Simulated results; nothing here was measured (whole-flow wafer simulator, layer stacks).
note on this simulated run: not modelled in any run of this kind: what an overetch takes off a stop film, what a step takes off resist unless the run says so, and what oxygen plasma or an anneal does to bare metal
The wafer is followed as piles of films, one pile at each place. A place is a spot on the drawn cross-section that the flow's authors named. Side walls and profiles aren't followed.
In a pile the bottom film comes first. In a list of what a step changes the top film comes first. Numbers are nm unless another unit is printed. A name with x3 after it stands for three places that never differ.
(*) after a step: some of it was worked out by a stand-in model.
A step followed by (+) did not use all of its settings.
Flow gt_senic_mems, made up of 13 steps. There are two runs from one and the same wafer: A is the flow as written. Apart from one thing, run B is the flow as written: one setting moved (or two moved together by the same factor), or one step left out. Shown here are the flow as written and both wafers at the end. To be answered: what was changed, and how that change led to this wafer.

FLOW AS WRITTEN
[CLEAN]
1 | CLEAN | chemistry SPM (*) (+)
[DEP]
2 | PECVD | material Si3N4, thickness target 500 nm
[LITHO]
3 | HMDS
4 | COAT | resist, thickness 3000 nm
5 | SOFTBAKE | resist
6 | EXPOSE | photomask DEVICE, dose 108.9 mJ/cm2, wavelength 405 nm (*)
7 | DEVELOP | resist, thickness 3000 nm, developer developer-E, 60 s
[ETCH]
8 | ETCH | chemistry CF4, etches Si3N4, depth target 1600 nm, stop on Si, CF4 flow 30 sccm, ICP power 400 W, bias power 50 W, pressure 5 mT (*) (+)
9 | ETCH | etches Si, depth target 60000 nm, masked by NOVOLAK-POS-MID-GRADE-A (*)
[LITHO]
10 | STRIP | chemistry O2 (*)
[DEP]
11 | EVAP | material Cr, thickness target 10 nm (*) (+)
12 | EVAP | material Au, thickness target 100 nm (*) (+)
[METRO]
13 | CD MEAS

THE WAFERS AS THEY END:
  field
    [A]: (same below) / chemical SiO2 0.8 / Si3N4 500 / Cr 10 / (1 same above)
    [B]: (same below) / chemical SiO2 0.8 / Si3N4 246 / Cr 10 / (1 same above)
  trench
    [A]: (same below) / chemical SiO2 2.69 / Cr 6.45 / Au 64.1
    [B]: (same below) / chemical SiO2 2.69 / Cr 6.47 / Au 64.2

The reason: step 2, PECVD: thickness target 246 nm was run, whereas the flow has thickness target 500 nm.
The wafer itself shows it: field has Si3N4 246, and step 2 as written asks for 500 nm.

How this came from the change, step by step:
  2 | PECVD | material Si3N4, thickness target 500 nm
      field, trench: A Si3N4 gains 500 (new film) | B Si3N4 gains 246 (new film)
  8 | ETCH | chemistry CF4, etches Si3N4, depth target 1600 nm, stop on Si, CF4 flow 30 sccm, ICP power 400 W, bias power 50 W, pressure 5 mT (*) (+)
      field: A resist loses 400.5 | B resist loses 231.2
      trench: A Si3N4 loses 500 (all of it), chemical SiO2 loses 0.8 (all of it) | B Si3N4 loses 246 (all of it), chemical SiO2 loses 0.8 (all of it)
  10 | STRIP | chemistry O2 (*)
      field: A resist loses 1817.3 (all of it) | B resist loses 1986.6 (all of it)
